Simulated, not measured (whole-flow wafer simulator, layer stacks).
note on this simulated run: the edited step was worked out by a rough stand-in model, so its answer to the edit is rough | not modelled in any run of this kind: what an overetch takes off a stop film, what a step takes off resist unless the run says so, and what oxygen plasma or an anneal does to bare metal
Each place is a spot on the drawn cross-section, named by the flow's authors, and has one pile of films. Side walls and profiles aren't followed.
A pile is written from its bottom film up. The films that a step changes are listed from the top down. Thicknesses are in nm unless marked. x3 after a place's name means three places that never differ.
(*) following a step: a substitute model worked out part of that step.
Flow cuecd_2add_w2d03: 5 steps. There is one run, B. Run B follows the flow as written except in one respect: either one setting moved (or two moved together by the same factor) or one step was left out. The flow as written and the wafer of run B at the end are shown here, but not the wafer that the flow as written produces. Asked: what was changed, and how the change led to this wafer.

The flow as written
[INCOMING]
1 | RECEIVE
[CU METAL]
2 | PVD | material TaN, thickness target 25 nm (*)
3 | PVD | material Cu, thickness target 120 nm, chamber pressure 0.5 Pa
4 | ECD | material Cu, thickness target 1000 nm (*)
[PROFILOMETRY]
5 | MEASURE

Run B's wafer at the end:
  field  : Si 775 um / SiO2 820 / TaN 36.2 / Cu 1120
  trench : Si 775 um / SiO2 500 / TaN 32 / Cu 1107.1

Cause: step 2, PVD: thickness target 36.2 nm was run, though the flow has thickness target 25 nm.
One can read it off the wafer: field has TaN 36.2, and step 2 as written asks for 25 nm.

Step by step, how the change led to this:
  2 | PVD | material TaN, thickness target 25 nm (*)
      field: TaN gains 36.2 (new film) (it would be, as written: TaN gains 25 (new film))
      trench: TaN gains 32 (new film) (it would be, as written: TaN gains 22.1 (new film))
